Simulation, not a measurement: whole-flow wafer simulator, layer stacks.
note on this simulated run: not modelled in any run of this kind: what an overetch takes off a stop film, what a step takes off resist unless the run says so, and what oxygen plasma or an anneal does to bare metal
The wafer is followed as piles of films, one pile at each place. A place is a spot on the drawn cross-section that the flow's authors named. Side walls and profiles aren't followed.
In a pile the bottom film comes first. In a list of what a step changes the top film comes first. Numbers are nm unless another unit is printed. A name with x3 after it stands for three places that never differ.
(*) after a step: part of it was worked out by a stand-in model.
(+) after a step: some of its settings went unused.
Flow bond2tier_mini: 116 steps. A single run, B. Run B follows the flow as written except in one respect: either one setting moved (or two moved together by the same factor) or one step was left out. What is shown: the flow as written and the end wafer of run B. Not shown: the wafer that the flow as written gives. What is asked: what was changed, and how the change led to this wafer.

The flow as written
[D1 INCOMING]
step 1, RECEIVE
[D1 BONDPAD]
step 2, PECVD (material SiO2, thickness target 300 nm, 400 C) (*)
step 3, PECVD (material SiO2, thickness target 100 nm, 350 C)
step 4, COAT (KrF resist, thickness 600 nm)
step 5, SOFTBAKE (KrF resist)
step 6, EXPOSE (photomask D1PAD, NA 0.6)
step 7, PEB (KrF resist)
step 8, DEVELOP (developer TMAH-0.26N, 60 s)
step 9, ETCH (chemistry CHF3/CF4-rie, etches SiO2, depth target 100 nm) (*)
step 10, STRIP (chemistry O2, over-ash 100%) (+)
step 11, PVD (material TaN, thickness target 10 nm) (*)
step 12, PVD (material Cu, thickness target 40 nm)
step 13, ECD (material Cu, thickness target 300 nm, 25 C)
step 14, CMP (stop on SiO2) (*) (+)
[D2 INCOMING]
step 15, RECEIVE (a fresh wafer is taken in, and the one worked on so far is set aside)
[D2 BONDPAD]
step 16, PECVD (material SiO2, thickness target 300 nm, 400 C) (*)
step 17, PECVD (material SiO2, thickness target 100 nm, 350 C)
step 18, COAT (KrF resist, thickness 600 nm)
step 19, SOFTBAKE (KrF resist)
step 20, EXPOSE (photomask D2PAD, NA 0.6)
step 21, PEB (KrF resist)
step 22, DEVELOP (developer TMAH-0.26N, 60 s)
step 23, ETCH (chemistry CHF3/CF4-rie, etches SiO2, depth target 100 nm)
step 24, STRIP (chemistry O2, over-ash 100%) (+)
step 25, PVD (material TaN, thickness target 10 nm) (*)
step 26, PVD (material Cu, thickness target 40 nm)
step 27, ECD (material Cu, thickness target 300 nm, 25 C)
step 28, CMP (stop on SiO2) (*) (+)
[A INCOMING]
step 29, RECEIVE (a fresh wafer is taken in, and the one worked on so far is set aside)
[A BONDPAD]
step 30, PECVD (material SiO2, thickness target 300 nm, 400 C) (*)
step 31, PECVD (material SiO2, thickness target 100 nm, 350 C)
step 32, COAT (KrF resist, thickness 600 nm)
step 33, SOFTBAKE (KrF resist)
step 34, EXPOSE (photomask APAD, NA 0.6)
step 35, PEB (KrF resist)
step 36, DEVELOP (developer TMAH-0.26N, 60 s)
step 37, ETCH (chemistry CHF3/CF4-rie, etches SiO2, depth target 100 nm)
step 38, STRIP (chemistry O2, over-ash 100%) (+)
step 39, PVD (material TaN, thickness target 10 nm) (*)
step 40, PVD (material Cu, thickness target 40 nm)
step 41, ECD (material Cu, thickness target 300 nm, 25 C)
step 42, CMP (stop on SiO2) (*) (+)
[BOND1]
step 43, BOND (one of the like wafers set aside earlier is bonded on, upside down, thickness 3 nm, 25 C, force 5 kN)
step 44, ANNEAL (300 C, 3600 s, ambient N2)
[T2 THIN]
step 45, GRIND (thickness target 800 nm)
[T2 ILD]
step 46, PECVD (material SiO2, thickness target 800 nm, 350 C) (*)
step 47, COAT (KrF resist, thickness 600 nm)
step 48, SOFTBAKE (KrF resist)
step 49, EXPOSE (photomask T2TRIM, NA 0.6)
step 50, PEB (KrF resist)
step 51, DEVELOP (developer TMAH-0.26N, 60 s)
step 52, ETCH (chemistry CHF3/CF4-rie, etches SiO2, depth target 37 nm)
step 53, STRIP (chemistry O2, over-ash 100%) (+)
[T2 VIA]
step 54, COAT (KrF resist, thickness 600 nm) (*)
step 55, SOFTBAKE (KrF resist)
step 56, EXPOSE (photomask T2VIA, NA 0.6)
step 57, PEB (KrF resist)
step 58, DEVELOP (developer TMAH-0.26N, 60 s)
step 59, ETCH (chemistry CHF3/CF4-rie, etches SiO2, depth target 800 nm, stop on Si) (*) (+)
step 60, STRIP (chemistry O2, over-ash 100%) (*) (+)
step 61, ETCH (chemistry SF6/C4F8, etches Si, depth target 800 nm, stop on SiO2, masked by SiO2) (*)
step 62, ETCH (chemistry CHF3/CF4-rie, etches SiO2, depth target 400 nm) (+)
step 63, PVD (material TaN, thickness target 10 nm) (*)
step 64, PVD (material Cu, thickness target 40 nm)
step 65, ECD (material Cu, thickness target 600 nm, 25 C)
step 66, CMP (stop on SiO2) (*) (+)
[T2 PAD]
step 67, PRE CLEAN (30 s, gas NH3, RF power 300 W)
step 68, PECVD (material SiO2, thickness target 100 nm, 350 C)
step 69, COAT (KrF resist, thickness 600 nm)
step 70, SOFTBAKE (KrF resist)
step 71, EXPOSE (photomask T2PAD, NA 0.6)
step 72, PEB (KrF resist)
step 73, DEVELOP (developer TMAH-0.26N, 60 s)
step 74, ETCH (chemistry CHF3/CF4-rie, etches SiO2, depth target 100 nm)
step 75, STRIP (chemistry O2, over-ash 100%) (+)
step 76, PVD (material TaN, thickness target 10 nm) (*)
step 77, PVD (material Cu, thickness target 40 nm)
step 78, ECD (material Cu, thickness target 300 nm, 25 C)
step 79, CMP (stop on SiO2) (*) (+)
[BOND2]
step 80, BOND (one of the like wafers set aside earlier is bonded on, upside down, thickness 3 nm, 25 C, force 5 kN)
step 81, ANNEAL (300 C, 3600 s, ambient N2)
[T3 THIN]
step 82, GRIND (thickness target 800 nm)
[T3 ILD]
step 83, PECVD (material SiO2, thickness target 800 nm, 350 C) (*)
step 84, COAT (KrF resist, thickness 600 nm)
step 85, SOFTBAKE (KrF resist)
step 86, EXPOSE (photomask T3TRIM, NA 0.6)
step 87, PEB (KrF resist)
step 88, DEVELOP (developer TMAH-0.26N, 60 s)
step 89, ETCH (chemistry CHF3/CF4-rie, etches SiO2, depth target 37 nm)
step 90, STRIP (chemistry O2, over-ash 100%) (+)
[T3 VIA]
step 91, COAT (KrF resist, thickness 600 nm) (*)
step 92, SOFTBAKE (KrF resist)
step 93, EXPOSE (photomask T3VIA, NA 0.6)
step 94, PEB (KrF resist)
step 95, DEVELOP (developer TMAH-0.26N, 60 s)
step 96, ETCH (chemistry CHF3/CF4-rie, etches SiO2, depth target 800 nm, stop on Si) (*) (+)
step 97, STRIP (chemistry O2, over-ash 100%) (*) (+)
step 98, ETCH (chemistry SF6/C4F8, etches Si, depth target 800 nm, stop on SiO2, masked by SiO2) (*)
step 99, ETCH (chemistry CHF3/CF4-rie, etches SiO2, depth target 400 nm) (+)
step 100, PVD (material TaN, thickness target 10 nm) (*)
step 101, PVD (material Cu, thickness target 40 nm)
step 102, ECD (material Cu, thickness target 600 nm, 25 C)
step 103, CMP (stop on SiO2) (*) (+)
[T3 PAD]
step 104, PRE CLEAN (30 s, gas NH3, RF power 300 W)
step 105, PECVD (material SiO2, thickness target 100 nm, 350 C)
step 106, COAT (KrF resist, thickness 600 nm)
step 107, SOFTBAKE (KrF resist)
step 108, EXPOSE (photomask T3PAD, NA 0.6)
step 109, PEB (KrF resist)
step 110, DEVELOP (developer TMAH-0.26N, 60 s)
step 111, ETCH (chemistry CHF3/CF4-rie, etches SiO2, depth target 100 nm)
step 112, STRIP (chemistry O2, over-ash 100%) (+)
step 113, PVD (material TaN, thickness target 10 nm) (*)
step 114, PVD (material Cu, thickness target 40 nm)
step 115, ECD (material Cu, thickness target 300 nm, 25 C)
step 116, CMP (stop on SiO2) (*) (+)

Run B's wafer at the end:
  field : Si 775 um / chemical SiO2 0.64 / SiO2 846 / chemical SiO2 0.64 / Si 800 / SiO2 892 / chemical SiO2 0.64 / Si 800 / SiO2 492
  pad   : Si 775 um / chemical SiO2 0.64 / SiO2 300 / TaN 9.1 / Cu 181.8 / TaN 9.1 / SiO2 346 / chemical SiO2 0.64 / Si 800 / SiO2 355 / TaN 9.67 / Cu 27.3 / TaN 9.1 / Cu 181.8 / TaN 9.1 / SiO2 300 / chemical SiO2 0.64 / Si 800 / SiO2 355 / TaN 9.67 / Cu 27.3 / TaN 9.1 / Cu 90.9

Cause: step 3, PECVD: thickness target 146 nm was run, though the flow has thickness target 100 nm.

Step by step, how the change led to this:
  step 3, PECVD (material SiO2, thickness target 100 nm, 350 C)
      field, pad, via: +146 SiO2 (in the flow as written it would be: +100 SiO2)
  step 43, BOND (one of the like wafers set aside earlier is bonded on, upside down, thickness 3 nm, 25 C, force 5 kN)
      field: +775 um Si (new film), +0.64 chemical SiO2 (new film), +446 SiO2 (in the flow as written it would be: +775 um Si (new film), +0.64 chemical SiO2 (new film), +400 SiO2)
      pad: +775 um Si (new film), +0.64 chemical SiO2 (new film), +346 SiO2 (new film), +9.1 TaN (new film), +90.9 Cu (in the flow as written it would be: +775 um Si (new film), +0.64 chemical SiO2 (new film), +300 SiO2 (new film), +9.1 TaN (new film), +90.9 Cu)
      (as well as at 1 more place)
